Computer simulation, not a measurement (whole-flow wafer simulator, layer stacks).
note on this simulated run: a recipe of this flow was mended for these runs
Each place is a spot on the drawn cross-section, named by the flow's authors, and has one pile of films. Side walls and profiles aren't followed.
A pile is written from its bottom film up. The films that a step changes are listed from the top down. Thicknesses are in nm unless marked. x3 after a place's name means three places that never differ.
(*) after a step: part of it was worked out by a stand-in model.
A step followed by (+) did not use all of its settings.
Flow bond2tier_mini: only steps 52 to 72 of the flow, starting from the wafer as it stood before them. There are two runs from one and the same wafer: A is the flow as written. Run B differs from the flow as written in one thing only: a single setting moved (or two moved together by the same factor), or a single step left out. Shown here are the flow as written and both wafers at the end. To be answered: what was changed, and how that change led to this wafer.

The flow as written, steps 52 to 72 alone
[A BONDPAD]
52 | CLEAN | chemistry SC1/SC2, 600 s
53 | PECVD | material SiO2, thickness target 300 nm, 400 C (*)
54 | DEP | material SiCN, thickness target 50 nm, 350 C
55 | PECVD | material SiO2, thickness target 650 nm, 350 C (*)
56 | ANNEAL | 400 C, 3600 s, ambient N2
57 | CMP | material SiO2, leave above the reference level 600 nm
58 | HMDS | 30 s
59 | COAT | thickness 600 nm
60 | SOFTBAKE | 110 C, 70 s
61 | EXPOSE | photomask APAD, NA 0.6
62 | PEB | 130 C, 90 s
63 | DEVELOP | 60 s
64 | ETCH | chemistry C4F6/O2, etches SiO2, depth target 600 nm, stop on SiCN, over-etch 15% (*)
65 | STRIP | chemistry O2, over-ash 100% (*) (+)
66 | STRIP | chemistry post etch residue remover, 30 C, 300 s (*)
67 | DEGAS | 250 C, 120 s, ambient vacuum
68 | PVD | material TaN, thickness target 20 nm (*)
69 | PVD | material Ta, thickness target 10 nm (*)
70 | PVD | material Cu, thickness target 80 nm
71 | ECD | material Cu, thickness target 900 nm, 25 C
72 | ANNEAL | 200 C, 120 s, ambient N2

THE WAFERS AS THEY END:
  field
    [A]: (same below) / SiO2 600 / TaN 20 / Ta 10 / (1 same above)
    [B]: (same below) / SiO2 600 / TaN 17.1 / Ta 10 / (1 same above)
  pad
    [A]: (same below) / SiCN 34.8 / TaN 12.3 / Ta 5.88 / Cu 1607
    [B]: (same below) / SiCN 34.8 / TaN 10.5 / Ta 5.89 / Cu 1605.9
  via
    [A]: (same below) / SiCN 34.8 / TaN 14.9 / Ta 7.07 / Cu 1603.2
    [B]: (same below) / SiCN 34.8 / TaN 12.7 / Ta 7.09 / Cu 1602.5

The reason: step 68, PVD: thickness target 17.1 nm was run, while the flow as written has thickness target 20 nm.
The wafer itself shows it: field has TaN 17.1, and step 68 as written asks for 20 nm.

Step by step, how the change led to this:
  68 | PVD | material TaN, thickness target 20 nm (*)
      field: A TaN gains 20 (new film) | B TaN gains 17.1 (new film)
      pad: A TaN gains 12.3 (new film) | B TaN gains 10.5 (new film)
      (as well as at 1 more place)
